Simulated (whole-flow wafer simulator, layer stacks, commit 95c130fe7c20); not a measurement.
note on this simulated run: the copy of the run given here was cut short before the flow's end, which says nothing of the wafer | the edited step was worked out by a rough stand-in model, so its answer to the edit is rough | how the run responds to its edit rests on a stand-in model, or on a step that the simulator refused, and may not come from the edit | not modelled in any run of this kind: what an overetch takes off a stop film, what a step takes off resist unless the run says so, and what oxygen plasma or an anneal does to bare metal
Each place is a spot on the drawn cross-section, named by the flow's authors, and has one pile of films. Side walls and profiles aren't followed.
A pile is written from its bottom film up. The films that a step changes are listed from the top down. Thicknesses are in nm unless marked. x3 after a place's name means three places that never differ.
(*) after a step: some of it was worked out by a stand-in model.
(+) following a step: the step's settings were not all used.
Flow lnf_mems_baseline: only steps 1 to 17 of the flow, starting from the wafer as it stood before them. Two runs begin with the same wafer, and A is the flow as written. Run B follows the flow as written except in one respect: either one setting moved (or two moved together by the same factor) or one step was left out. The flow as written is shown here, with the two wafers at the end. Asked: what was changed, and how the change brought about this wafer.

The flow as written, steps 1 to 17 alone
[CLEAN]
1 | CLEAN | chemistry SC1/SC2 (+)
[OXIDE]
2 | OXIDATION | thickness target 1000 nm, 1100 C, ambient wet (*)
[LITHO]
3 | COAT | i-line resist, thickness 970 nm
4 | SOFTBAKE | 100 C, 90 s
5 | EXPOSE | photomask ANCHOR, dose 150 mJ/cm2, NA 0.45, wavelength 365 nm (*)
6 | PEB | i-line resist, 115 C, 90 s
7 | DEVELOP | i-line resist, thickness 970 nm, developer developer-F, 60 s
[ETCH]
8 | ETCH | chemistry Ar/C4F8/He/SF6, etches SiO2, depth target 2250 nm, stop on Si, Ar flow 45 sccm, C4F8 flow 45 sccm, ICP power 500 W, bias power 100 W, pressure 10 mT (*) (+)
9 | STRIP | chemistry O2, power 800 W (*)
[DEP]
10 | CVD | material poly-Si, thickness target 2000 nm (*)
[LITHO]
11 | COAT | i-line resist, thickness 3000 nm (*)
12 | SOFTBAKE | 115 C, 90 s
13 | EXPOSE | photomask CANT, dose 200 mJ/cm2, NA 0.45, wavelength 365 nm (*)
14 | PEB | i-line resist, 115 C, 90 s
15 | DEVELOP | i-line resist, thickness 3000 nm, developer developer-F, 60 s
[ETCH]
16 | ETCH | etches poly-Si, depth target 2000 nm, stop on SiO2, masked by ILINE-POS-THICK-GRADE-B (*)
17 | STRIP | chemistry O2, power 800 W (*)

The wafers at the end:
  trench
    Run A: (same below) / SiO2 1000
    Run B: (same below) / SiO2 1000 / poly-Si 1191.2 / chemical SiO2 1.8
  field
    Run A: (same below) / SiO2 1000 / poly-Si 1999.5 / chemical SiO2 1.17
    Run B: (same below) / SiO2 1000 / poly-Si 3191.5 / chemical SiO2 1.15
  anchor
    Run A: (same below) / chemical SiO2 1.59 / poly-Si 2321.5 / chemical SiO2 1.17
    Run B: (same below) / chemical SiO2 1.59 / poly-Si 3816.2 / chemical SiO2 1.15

What caused this: step 10, CVD: thickness target 3192 nm was run, whereas the flow has thickness target 2000 nm.

The path from the change to this, step by step:
  10 | CVD | material poly-Si, thickness target 2000 nm (*)
      field, beam, trench, char_slit: A +2000 poly-Si (new film) | B +3192 poly-Si (new film)
      anchor: A +2322 poly-Si (new film) | B +3816.7 poly-Si (new film)
  11 | COAT | i-line resist, thickness 3000 nm (*)
      anchor: A +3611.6 i-line resist (new film) | B +3326.2 i-line resist (new film)
  12 | SOFTBAKE | 115 C, 90 s
      field: A -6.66 i-line resist | B -5.03 i-line resist
      anchor: A +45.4 i-line resist | B +33.1 i-line resist
      (and at 2 other places as well)
  14 | PEB | i-line resist, 115 C, 90 s
      anchor: A -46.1 i-line resist | B -40.9 i-line resist
  16 | ETCH | etches poly-Si, depth target 2000 nm, stop on SiO2, masked by ILINE-POS-THICK-GRADE-B (*)
      trench, char_slit: A -2000 poly-Si (all of it) | B -2000 poly-Si
  17 | STRIP | chemistry O2, power 800 W (*)
      trench, char_slit: A nothing | B +1.8 chemical SiO2 (new film), -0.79 poly-Si
      anchor: A +1.17 chemical SiO2 (new film), -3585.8 i-line resist (all of it), -0.52 poly-Si | B +1.15 chemical SiO2 (new film), -3293.3 i-line resist (all of it), -0.51 poly-Si
